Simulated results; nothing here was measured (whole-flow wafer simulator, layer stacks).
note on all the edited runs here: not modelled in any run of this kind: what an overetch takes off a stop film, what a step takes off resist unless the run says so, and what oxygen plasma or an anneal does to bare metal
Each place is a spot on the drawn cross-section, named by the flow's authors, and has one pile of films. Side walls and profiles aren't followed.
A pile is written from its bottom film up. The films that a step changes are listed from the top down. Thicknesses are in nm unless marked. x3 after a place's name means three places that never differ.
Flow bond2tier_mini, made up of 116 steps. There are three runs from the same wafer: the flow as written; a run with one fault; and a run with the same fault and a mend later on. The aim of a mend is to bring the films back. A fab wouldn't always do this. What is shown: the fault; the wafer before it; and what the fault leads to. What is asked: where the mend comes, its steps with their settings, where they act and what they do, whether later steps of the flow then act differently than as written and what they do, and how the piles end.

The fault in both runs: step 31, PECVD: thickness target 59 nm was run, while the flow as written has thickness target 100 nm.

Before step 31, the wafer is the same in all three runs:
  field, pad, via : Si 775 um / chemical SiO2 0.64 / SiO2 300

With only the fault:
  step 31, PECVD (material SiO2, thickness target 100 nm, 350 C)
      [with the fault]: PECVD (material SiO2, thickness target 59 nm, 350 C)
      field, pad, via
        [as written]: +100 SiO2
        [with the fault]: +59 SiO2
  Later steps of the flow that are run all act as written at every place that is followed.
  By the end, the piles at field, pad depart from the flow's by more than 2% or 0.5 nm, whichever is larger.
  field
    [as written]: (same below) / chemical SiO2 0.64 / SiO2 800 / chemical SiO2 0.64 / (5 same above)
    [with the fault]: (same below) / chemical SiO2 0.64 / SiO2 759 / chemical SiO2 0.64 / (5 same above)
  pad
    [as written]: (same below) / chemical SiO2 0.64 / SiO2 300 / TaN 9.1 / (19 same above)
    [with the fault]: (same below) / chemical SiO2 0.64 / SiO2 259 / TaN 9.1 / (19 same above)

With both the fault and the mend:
  After step 31 comes the mend.
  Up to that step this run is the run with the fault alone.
  step 31a, PECVD (material SiO2, thickness target 41 nm, 350 C) (the flow's step 31, run once more with other settings)
      field, pad, via
        +41 SiO2
  Later steps of the flow that are run all act as written at every place that is followed.
  The piles end the same as the flow's at every place that both follow.
